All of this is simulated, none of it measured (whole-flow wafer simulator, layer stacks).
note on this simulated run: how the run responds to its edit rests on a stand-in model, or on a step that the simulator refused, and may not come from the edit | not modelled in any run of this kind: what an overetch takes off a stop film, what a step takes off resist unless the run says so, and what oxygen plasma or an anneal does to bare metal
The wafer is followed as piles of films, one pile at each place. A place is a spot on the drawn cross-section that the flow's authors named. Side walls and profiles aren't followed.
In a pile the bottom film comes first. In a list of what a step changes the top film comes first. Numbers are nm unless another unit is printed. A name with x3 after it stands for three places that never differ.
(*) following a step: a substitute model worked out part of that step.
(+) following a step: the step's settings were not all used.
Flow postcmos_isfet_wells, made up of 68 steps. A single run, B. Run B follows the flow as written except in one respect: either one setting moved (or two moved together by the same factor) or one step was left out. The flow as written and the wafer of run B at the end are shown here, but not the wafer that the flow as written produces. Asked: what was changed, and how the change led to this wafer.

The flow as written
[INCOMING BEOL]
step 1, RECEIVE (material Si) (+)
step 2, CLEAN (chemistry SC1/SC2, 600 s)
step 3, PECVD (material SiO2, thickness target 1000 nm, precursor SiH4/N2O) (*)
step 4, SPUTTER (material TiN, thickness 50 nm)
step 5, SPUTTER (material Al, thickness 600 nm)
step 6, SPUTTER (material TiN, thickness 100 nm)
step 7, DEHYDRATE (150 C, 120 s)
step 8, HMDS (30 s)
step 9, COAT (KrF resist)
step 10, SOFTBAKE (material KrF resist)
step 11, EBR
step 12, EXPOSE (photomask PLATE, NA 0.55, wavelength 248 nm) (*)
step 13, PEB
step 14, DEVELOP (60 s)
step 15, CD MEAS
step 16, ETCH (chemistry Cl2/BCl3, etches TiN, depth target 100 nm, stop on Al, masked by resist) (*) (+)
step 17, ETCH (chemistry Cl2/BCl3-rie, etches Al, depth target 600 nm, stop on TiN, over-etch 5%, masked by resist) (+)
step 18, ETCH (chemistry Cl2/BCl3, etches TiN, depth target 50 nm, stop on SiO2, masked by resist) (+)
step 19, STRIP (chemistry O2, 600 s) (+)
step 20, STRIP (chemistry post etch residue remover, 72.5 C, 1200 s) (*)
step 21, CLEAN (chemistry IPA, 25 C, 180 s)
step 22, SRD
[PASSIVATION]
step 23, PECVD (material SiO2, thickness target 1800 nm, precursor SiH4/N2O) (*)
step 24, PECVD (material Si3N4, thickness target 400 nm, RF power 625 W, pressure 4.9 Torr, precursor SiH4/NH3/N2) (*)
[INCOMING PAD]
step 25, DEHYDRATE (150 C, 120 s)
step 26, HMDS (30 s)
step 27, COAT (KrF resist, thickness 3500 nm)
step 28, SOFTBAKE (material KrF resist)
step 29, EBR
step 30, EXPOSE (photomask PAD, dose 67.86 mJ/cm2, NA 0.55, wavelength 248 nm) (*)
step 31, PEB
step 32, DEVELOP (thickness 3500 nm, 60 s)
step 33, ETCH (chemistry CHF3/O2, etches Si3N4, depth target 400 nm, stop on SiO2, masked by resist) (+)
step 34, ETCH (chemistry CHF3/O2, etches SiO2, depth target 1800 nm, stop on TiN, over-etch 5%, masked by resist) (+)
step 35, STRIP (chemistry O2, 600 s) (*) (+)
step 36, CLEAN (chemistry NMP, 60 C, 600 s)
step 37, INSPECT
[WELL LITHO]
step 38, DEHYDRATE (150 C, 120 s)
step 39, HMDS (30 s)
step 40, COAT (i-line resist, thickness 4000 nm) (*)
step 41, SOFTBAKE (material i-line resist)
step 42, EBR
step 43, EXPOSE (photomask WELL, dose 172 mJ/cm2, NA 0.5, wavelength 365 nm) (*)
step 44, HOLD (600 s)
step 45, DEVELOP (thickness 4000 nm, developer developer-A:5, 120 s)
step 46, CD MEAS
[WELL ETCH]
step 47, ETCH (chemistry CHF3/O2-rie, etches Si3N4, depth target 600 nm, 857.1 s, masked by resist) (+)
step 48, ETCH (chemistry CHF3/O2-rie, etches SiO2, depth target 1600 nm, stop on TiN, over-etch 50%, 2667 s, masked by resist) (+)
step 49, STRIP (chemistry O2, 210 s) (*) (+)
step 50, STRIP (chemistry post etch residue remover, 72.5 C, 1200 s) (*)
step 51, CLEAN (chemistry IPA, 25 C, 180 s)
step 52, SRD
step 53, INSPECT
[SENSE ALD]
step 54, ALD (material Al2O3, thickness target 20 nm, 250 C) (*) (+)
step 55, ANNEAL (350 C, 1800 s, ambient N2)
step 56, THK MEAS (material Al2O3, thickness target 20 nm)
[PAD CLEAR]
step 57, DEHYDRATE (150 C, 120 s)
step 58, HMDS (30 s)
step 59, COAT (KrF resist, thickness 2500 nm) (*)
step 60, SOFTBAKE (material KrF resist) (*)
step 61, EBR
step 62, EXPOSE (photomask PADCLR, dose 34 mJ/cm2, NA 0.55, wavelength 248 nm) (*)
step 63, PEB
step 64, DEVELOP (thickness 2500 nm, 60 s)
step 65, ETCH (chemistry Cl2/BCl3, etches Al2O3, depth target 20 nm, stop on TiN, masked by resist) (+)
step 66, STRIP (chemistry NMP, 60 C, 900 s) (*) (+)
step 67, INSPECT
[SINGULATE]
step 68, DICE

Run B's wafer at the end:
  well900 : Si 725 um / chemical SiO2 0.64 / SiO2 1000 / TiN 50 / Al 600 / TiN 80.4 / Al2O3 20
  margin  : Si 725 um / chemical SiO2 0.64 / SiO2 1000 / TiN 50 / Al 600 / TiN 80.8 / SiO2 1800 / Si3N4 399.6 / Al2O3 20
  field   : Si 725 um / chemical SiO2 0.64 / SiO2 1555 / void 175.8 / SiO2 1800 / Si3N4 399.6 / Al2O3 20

What caused this: step 6, SPUTTER: thickness 81.25 nm was run, whereas the flow has thickness 100 nm.

Step by step, how the change led to this:
  step 6, SPUTTER (material TiN, thickness 100 nm)
      field, margin, well900 and 6 more: +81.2 TiN (new film) (in the flow as written it would be: +100 TiN (new film))
  step 16, ETCH (chemistry Cl2/BCl3, etches TiN, depth target 100 nm, stop on Al, masked by resist) (*) (+)
      field: -81.2 TiN (all of it) (in the flow as written it would be: -100 TiN (all of it))
  step 23, PECVD (material SiO2, thickness target 1800 nm, precursor SiH4/N2O) (*)
      field: +1800 SiO2 (new film), +175.8 void (new film), +555 SiO2 (in the flow as written it would be: +1800 SiO2 (new film), +189.9 void (new film), +559.7 SiO2)
